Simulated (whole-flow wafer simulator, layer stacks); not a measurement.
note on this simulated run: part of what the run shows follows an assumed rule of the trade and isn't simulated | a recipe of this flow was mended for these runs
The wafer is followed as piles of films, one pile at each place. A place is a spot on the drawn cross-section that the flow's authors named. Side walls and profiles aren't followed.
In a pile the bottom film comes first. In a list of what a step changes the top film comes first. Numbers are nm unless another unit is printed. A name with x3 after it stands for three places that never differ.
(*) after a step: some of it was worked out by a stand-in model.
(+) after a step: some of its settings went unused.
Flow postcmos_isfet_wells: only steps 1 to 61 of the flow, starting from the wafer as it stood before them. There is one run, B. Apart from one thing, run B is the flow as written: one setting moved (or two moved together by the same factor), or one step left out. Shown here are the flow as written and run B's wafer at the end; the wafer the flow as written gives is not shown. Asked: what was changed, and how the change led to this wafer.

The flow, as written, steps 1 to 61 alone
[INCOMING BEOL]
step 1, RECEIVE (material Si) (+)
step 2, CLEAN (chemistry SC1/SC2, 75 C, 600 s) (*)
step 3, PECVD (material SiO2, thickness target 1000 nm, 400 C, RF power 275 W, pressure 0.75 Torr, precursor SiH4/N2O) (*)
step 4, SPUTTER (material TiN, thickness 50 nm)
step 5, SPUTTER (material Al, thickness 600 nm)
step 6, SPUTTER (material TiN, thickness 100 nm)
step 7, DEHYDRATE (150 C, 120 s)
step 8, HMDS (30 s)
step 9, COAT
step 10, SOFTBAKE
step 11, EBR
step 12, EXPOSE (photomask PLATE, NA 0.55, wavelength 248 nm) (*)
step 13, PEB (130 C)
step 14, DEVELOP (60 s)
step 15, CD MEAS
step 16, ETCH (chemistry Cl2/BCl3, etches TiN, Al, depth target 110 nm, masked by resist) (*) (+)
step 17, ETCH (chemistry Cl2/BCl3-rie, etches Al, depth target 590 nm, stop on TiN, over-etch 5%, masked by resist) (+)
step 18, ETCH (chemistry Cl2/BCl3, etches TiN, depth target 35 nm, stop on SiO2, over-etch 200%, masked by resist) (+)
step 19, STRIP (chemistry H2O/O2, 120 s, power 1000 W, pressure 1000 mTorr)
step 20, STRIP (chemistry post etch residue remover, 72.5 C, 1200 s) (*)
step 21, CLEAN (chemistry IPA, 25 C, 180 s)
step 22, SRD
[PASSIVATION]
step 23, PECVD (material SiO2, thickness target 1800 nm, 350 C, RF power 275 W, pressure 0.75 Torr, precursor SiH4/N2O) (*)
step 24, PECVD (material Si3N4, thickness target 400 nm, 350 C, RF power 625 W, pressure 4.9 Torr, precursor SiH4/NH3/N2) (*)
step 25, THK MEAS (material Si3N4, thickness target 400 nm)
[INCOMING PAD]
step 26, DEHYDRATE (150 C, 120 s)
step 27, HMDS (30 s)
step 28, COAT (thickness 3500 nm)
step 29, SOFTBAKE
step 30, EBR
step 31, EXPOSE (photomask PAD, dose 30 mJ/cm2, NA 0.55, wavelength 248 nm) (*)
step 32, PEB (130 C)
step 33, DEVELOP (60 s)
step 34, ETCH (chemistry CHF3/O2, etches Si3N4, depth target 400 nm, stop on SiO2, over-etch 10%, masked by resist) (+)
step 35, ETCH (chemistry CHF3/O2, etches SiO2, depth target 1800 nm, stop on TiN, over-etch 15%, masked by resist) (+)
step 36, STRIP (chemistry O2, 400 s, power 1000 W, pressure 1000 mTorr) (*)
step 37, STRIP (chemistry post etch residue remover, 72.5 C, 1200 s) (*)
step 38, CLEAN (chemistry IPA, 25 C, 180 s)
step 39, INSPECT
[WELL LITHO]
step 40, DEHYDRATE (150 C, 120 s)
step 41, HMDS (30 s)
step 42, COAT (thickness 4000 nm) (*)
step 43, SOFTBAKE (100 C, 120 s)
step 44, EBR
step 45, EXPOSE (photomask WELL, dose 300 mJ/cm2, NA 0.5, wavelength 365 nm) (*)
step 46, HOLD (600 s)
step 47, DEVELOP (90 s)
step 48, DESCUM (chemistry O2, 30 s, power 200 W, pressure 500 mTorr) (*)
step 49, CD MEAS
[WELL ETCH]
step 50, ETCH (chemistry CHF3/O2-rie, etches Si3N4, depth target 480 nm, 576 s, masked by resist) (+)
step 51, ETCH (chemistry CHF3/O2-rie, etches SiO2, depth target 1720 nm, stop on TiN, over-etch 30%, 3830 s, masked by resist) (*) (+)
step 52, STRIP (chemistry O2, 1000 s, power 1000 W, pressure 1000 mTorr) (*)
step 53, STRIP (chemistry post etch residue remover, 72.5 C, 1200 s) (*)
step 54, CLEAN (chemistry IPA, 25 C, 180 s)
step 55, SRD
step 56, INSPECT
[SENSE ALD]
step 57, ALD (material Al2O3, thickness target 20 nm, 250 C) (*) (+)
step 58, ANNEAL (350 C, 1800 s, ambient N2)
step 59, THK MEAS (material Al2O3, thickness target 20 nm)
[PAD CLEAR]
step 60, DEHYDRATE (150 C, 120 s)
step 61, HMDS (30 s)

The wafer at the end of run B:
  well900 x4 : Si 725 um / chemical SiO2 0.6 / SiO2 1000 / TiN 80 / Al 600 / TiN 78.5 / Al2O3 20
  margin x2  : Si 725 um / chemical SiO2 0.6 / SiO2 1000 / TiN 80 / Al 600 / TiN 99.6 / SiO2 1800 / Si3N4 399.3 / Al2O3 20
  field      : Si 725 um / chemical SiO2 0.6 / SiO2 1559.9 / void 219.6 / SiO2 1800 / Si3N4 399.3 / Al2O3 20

The reason: step 4, SPUTTER: thickness 80 nm was run, while the flow as written has thickness 50 nm.
One can read it off the wafer: well900 x4 has TiN 80, and step 4 as written asks for 50 nm.

Step by step, how the change led to this:
  step 4, SPUTTER (material TiN, thickness 50 nm)
      field, margin x2, well900 x4, pad_clr, pad_open: TiN gains 80 (new film) (as written it would have been: TiN gains 50 (new film))
  step 18, ETCH (chemistry Cl2/BCl3, etches TiN, depth target 35 nm, stop on SiO2, over-etch 200%, masked by resist) (+)
      margin x2, well900 x4, pad_clr, pad_open: thick-KrF-resist loses 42 (as written it would have been: thick-KrF-resist loses 37.9)
      field: TiN loses 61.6 (all of it), SiO2 loses 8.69 (as written it would have been: TiN loses 31.6 (all of it), SiO2 loses 14.7)
  step 23, PECVD (material SiO2, thickness target 1800 nm, 350 C, RF power 275 W, pressure 0.75 Torr, precursor SiH4/N2O) (*)
      field: SiO2 gains 1800 (new film), void gains 219.6 (new film), SiO2 gains 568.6 (as written it would have been: SiO2 gains 1800 (new film), void gains 201.1 (new film), SiO2 gains 563.2)
